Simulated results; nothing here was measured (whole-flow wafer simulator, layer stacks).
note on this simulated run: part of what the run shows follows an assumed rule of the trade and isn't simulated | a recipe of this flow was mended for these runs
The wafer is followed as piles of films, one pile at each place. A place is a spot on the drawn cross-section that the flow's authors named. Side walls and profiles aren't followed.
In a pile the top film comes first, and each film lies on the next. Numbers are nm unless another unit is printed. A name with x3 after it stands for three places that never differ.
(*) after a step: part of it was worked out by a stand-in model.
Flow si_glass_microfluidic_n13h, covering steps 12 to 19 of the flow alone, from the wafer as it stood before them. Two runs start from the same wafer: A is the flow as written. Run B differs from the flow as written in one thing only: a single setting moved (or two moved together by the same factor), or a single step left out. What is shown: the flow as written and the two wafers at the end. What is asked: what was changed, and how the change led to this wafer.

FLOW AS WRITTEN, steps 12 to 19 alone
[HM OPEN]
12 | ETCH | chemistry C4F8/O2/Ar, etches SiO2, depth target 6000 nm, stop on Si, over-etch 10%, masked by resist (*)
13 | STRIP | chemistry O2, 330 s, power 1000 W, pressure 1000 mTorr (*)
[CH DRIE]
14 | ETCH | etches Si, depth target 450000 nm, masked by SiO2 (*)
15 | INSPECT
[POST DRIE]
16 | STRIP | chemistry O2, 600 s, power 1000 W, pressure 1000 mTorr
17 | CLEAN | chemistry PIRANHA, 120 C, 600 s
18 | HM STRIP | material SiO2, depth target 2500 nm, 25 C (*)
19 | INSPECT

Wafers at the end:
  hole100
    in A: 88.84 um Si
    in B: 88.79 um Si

The reason: step 12, ETCH: over-etch 16% was run, while the flow as written has over-etch 10%.

Step by step, how the change led to this:
  12 | ETCH | chemistry C4F8/O2/Ar, etches SiO2, depth target 6000 nm, stop on Si, over-etch 10%, masked by resist (*)
      land: A -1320 thick-i-line-resist | B -1392 thick-i-line-resist
      hole100: A -6000 SiO2 (all of it), -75 Si | B -6000 SiO2 (all of it), -120 Si
